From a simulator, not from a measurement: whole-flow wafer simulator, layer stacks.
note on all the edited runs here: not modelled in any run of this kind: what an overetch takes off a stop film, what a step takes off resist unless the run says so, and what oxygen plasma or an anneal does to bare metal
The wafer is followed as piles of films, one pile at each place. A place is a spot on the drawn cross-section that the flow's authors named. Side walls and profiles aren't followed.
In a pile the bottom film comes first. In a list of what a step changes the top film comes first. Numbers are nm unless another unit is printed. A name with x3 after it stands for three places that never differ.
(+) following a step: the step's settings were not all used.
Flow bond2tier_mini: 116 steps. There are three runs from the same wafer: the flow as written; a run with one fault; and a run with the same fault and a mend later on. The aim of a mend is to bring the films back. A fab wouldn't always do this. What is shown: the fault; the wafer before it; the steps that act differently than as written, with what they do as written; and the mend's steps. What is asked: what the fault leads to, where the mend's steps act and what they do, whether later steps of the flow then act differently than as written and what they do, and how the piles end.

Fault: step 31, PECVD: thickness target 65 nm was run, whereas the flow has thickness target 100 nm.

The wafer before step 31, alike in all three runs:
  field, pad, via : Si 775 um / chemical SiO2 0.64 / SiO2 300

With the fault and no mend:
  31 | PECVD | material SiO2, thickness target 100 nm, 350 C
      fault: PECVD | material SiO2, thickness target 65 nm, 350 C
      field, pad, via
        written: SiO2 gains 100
        fault: SiO2 gains 65
  Every later step of the flow that is run acts as written at every place that is followed.
  The piles end different from the flow's at field, pad by more than 2% or 0.5 nm, whichever is larger.
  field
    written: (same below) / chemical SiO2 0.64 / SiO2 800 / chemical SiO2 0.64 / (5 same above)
    fault: (same below) / chemical SiO2 0.64 / SiO2 765 / chemical SiO2 0.64 / (5 same above)
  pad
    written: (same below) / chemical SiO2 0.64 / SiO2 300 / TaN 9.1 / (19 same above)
    fault: (same below) / chemical SiO2 0.64 / SiO2 265 / TaN 9.1 / (19 same above)

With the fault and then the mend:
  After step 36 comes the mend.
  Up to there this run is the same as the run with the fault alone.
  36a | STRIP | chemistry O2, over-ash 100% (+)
      field
        KrF resist loses 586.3 (all of it)
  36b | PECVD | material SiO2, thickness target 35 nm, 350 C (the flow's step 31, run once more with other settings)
      field, pad, via
        SiO2 gains 35
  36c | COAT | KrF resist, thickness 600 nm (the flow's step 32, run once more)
      field, pad, via
        KrF resist gains 600 (new film)
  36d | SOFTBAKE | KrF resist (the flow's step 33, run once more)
      leaves every film unchanged at each place that is followed
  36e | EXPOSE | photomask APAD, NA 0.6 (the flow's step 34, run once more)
      leaves every film unchanged at each place that is followed
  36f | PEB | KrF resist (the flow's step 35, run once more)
      leaves every film unchanged at each place that is followed
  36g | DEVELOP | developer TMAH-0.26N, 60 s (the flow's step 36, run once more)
      pad, via
        KrF resist loses 600 (all of it)
      field
        KrF resist loses 13.7
  Every later step of the flow that is run acts as written at every place that is followed.
  By the end, the piles equal the flow's at every place that both follow.
